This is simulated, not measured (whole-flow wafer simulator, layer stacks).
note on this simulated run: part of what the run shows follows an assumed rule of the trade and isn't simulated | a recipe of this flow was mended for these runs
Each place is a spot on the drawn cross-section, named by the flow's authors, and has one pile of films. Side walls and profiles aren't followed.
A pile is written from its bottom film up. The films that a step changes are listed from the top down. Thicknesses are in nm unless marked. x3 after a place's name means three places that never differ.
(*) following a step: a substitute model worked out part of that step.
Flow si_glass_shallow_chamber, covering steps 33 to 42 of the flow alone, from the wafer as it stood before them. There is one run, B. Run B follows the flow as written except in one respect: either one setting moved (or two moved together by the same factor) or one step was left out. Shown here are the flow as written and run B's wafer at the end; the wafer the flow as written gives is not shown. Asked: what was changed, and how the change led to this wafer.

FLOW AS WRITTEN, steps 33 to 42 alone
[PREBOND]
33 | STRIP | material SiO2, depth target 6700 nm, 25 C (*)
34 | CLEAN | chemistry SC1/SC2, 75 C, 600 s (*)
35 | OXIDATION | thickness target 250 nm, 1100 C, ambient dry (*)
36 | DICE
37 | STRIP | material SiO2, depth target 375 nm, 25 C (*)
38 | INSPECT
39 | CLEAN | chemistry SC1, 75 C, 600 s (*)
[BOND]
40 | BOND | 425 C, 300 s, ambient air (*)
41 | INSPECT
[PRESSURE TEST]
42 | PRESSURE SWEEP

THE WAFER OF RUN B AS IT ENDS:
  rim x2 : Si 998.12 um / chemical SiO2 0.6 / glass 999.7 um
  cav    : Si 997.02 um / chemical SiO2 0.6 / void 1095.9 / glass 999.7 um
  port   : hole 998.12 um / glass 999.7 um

What caused this: step 35, OXIDATION: thickness target 125 nm was run, whereas the flow has thickness target 250 nm.

Step by step, how the change led to this:
  35 | OXIDATION | thickness target 250 nm, 1100 C, ambient dry (*)
      rim x2, cav, septum, ring: +125 SiO2 (new film), -0.6 chemical SiO2 (all of it), -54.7 Si (as written it would have been: +250 SiO2 (new film), -0.6 chemical SiO2 (all of it), -109.7 Si)
  37 | STRIP | material SiO2, depth target 375 nm, 25 C (*)
      rim x2, cav, septum, ring: -125 SiO2 (all of it) (as written it would have been: -250 SiO2 (all of it))
  40 | BOND | 425 C, 300 s, ambient air (*)
      port: +999.7 um glass (new film), +1072.3 hole (as written it would have been: +999.7 um glass (new film), +1017.3 hole)
